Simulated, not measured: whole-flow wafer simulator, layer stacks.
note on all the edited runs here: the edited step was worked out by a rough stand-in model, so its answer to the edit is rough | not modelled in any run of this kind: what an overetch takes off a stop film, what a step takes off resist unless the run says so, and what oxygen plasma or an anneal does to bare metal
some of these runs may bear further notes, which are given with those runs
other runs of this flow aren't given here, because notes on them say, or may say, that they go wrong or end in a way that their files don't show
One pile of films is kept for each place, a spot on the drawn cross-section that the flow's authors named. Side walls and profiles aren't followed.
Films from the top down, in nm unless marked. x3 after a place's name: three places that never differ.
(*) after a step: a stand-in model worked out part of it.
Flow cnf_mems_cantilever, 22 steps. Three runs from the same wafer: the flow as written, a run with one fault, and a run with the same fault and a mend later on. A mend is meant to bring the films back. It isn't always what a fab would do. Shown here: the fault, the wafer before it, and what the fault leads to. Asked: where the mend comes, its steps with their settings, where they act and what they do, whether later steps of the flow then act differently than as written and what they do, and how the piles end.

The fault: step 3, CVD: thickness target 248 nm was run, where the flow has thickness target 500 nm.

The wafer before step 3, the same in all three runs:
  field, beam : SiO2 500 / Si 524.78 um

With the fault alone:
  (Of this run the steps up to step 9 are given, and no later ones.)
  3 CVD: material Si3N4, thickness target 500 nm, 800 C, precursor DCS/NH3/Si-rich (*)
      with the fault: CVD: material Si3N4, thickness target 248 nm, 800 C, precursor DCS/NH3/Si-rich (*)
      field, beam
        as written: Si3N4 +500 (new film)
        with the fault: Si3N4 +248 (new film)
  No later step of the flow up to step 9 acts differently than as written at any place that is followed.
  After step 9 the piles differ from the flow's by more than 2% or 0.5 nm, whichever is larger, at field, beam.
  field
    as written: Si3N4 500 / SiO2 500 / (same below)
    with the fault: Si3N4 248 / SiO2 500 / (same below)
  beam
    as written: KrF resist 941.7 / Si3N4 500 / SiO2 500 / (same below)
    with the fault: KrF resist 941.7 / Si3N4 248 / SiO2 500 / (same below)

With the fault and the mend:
  The mend comes after step 3.
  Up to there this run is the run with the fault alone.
  3a CVD: material Si3N4, thickness target 252 nm, 800 C, precursor DCS/NH3/Si-rich (*) (the flow's step 3 once more, with other settings)
      field, beam
        Si3N4 +252
  No later step of the flow acts differently than as written at any place that is followed.
  At the end the piles are the same as the flow's at every place that both follow.
